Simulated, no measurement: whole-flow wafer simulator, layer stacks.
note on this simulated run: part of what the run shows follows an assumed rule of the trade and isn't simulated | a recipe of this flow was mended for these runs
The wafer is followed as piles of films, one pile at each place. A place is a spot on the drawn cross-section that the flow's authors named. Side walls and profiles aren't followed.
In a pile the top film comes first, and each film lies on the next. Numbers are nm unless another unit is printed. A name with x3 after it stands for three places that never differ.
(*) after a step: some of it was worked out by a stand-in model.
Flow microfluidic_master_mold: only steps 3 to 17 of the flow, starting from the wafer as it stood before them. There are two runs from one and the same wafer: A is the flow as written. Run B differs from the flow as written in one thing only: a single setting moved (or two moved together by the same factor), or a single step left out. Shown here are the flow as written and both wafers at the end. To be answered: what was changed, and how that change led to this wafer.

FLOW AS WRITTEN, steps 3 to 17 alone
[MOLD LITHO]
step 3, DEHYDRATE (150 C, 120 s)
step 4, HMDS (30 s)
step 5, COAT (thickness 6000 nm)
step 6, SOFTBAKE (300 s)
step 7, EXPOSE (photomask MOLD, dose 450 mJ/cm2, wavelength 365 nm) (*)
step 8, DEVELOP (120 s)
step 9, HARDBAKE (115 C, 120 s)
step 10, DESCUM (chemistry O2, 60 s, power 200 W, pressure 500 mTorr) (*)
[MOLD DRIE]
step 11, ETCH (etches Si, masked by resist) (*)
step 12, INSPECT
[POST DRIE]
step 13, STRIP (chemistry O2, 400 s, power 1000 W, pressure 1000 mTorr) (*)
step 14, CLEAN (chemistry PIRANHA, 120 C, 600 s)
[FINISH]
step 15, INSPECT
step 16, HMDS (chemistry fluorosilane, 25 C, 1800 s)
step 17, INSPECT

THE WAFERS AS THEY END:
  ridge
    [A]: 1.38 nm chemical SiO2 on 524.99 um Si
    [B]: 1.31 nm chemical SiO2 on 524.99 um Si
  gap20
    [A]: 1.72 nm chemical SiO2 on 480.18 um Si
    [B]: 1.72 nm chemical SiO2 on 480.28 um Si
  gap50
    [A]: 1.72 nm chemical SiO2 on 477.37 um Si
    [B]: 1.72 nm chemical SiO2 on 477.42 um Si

What caused this: step 5, COAT: thickness 6664 nm was run, though the flow has thickness 6000 nm.

How this came from the change, step by step:
  step 5, COAT (thickness 6000 nm)
      ridge, gap20, gap50, gap200 x2: A thick-i-line-resist gains 6000 (new film) | B thick-i-line-resist gains 6664 (new film)
  step 8, DEVELOP (120 s)
      gap20, gap50, gap200 x2: A thick-i-line-resist loses 6000 (all of it) | B thick-i-line-resist loses 6664 (all of it)
  step 9, HARDBAKE (115 C, 120 s)
      ridge: A thick-i-line-resist loses 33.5 | B thick-i-line-resist loses 39
  step 11, ETCH (etches Si, masked by resist) (*)
      gap20: A chemical SiO2 loses 1.31 (all of it), Si loses 44.81 um | B chemical SiO2 loses 1.31 (all of it), Si loses 44.72 um
      gap50: A chemical SiO2 loses 1.31 (all of it), Si loses 47.62 um | B chemical SiO2 loses 1.31 (all of it), Si loses 47.58 um
  step 13, STRIP (chemistry O2, 400 s, power 1000 W, pressure 1000 mTorr) (*)
      ridge: A thick-i-line-resist loses 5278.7 (all of it), chemical SiO2 gains 0.78, Si loses 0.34 | B thick-i-line-resist loses 5937.2 (all of it), chemical SiO2 gains 0.71, Si loses 0.31
